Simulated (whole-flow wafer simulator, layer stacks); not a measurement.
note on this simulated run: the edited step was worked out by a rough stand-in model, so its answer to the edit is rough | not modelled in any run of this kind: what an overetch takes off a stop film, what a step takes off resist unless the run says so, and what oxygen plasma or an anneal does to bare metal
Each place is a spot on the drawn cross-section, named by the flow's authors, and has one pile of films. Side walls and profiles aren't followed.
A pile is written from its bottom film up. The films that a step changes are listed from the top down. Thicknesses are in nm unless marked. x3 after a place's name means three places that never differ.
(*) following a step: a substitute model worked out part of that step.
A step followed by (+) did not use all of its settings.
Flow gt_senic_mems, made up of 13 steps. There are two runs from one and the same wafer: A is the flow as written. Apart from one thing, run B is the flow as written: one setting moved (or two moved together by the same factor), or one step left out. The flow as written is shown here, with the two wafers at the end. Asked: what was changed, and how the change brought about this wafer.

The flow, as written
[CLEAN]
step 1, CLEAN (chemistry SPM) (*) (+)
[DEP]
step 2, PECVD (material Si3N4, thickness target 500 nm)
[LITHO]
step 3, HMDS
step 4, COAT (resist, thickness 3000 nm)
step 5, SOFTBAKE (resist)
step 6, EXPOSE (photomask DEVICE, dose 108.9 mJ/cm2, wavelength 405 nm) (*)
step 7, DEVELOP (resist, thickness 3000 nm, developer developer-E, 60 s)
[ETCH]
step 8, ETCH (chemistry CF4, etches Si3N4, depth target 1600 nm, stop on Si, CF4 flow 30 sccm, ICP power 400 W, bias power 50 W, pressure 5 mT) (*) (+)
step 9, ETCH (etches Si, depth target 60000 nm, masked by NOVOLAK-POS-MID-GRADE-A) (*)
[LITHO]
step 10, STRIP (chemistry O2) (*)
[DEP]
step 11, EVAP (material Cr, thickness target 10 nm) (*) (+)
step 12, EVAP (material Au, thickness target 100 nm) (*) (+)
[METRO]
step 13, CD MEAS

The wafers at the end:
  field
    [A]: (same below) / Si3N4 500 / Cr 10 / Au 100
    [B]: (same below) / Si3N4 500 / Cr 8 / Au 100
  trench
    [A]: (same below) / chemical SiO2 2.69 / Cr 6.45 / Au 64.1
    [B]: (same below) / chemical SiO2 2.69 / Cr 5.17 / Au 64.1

The reason: step 11, EVAP: thickness target 8 nm was run, though the flow has thickness target 10 nm.
The wafer lets one read it off: field has Cr 8, and step 11 as written asks for 10 nm.

The path from the change to this, step by step:
  step 11, EVAP (material Cr, thickness target 10 nm) (*) (+)
      field: A Cr gains 10 (new film) | B Cr gains 8 (new film)
      trench: A Cr gains 6.45 (new film) | B Cr gains 5.17 (new film)
